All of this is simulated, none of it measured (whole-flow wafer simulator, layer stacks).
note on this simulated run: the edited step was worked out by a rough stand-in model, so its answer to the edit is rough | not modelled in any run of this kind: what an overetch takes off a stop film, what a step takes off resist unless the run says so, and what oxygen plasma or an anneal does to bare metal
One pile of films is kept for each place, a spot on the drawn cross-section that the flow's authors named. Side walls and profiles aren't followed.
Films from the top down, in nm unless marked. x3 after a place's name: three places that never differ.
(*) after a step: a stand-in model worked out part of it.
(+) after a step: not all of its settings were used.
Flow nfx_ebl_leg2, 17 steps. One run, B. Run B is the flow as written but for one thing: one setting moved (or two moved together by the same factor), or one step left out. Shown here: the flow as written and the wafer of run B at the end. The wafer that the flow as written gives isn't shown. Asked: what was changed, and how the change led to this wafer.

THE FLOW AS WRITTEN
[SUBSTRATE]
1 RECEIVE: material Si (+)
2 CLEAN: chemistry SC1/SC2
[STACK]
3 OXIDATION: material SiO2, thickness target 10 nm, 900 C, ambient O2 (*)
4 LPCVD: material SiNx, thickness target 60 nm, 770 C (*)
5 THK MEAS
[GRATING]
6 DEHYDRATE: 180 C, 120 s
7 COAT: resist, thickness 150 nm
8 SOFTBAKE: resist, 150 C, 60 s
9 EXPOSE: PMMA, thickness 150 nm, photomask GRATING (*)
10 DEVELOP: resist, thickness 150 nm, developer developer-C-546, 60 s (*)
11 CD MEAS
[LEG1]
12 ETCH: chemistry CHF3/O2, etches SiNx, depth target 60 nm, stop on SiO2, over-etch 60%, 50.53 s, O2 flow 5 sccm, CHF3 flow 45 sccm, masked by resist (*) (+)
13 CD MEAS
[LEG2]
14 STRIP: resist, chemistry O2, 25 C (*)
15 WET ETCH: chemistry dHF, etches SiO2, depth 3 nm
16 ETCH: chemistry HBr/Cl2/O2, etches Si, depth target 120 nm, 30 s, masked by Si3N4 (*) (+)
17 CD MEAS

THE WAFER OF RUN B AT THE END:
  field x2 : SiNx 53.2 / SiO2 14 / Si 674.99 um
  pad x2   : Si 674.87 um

The cause: step 3, OXIDATION: thickness target 14 nm was run, where the flow has thickness target 10 nm.
It can be read off the wafer: field x2 has SiO2 14, and step 3 as written asks for 10 nm.

How the change led to this, step by step:
  3 OXIDATION: material SiO2, thickness target 10 nm, 900 C, ambient O2 (*)
      field x2, pad x2: SiO2 +14 (new film), chemical SiO2 -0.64 (all of it), Si -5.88 (as written it would be: SiO2 +10 (new film), chemical SiO2 -0.64 (all of it), Si -4.12)
  12 ETCH: chemistry CHF3/O2, etches SiNx, depth target 60 nm, stop on SiO2, over-etch 60%, 50.53 s, O2 flow 5 sccm, CHF3 flow 45 sccm, masked by resist (*) (+)
      pad x2: SiNx -60 (all of it), SiO2 -14 (all of it) (as written it would be: SiNx -60 (all of it), SiO2 -10 (all of it))
